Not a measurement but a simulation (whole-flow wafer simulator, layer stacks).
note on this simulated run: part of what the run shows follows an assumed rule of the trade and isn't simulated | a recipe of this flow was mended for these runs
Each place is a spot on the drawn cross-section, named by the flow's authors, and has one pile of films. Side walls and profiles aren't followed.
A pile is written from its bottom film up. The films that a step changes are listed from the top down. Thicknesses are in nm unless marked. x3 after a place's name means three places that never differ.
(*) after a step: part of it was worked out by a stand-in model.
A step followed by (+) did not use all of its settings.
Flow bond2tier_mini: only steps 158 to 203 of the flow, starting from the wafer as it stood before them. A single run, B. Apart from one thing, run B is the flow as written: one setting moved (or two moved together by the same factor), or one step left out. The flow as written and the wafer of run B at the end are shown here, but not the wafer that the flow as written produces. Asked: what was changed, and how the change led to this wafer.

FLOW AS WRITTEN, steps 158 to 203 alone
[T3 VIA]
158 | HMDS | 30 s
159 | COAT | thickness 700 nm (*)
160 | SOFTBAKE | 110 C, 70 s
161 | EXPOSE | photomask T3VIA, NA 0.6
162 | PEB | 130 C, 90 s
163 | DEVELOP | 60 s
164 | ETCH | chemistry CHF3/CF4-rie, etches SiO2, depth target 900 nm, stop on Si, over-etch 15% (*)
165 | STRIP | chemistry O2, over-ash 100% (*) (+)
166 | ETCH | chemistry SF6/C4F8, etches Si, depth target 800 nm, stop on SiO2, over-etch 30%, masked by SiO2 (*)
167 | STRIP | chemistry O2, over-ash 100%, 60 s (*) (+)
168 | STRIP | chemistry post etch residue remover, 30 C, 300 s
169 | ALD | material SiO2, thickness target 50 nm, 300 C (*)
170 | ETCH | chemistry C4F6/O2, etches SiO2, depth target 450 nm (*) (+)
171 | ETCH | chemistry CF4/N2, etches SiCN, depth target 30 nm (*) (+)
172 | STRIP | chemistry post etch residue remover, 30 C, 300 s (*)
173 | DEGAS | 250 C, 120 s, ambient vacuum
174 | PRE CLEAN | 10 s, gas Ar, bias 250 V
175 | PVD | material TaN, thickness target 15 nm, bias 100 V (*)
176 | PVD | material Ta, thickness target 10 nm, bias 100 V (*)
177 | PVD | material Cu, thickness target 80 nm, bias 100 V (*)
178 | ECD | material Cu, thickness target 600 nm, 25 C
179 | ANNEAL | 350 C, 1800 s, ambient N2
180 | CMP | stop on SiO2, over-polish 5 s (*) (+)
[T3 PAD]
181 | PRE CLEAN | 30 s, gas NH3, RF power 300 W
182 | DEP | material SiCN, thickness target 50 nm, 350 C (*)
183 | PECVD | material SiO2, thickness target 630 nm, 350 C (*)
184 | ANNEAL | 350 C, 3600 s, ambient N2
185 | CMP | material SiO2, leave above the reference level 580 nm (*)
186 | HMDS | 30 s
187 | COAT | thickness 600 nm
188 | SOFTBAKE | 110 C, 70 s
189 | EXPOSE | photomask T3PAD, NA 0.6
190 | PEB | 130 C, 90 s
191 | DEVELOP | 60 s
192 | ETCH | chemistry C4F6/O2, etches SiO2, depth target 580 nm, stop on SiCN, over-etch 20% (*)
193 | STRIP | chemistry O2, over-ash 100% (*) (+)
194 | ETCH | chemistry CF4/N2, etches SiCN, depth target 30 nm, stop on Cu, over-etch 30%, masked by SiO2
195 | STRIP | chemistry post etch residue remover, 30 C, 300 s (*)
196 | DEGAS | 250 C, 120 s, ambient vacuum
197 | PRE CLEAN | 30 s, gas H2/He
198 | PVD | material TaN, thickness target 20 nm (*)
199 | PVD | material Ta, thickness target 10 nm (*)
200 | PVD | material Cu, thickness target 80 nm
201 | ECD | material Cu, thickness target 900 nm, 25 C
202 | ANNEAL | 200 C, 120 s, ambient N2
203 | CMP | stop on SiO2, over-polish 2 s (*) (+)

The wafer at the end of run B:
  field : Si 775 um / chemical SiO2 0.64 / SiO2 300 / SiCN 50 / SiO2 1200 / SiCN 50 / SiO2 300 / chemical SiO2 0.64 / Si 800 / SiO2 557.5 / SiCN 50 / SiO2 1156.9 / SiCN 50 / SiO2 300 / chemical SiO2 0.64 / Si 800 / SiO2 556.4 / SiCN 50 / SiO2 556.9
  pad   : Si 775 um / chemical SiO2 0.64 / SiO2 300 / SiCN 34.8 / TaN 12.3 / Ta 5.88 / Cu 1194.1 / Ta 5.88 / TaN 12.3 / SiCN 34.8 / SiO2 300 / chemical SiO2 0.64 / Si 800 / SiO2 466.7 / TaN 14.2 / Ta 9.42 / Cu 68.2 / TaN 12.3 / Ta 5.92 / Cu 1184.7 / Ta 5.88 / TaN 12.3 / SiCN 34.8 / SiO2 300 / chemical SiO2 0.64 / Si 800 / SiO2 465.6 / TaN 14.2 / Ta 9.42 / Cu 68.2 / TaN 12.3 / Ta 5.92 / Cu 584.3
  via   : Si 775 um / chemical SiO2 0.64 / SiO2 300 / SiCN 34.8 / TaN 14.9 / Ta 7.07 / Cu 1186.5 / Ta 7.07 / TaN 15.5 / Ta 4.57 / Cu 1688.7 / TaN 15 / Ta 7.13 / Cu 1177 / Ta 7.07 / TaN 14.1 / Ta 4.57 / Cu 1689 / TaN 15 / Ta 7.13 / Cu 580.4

Cause: step 174, PRE CLEAN: bias 400 V was run, whereas the flow has bias 250 V.

Step by step, how the change led to this:
  174 | PRE CLEAN | 10 s, gas Ar, bias 250 V
      field, pad: SiO2 loses 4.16 (in the flow as written it would be: SiO2 loses 3)
      via: TaN loses 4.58 (in the flow as written it would be: TaN loses 3.19)
